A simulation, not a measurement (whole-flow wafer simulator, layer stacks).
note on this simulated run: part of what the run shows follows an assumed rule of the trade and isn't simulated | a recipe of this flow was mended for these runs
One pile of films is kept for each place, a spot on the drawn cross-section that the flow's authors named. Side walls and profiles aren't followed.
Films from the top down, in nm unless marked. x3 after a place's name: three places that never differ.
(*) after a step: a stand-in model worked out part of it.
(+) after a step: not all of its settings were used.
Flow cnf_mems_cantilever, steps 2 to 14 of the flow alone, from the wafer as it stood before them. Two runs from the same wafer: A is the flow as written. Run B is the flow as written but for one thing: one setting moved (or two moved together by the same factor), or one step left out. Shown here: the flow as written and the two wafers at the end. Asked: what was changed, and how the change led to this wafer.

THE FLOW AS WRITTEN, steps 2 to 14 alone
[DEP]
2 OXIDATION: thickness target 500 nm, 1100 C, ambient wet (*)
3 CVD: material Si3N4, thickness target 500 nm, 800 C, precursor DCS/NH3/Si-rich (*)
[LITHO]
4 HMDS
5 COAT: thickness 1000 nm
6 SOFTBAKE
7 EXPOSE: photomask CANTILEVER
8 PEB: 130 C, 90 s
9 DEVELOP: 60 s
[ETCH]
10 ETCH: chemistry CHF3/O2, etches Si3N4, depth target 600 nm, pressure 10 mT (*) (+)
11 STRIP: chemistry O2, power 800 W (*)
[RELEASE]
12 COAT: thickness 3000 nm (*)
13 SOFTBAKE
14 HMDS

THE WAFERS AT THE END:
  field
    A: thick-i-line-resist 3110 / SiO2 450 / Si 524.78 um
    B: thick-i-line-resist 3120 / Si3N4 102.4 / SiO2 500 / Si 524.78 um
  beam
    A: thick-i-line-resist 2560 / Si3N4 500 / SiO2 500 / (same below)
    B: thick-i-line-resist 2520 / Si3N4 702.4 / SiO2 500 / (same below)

The cause: step 3, CVD: 831 C was run, where the flow has 800 C.

How the change led to this, step by step:
  3 CVD: material Si3N4, thickness target 500 nm, 800 C, precursor DCS/NH3/Si-rich (*)
      field, beam: A Si3N4 +500 (new film) | B Si3N4 +702.4 (new film)
  10 ETCH: chemistry CHF3/O2, etches Si3N4, depth target 600 nm, pressure 10 mT (*) (+)
      field: A Si3N4 -500 (all of it), SiO2 -50 | B Si3N4 -600
  13 SOFTBAKE
      field: A thick-i-line-resist +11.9 | B thick-i-line-resist +13.2
      beam: A thick-i-line-resist -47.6 | B thick-i-line-resist -52.8
